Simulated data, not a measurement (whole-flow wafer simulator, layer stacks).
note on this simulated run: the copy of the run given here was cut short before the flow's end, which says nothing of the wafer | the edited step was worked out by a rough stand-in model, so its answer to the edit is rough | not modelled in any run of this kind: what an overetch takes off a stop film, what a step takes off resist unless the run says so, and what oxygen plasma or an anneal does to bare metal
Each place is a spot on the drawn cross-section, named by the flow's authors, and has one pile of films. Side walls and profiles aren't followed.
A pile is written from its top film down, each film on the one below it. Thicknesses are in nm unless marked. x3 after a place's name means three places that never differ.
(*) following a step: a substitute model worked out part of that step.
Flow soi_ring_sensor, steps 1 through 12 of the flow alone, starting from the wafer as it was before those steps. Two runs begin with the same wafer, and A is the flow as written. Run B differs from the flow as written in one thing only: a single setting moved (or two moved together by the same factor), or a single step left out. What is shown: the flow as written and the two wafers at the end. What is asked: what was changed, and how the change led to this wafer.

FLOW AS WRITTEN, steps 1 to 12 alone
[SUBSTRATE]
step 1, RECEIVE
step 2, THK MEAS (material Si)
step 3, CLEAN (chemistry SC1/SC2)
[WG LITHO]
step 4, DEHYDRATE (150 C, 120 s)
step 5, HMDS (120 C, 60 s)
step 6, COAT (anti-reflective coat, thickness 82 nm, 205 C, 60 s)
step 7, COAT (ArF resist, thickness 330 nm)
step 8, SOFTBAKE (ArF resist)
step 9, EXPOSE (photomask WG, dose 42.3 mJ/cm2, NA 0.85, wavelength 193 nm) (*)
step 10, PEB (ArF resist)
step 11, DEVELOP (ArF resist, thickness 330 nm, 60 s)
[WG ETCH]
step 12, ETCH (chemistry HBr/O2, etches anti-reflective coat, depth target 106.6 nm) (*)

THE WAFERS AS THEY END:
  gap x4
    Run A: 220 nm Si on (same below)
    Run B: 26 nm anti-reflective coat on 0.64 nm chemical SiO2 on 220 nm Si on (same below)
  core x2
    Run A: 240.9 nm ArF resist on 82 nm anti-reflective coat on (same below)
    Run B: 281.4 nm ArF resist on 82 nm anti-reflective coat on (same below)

The reason: step 12, ETCH: depth target 56 nm was run, whereas the flow has depth target 106.6 nm.

How this came from the change, step by step:
  step 12, ETCH (chemistry HBr/O2, etches anti-reflective coat, depth target 106.6 nm) (*)
      gap x4: A -82 anti-reflective coat (all of it), -0.64 chemical SiO2 (all of it) | B -56 anti-reflective coat
      core x2: A -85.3 ArF resist | B -44.8 ArF resist
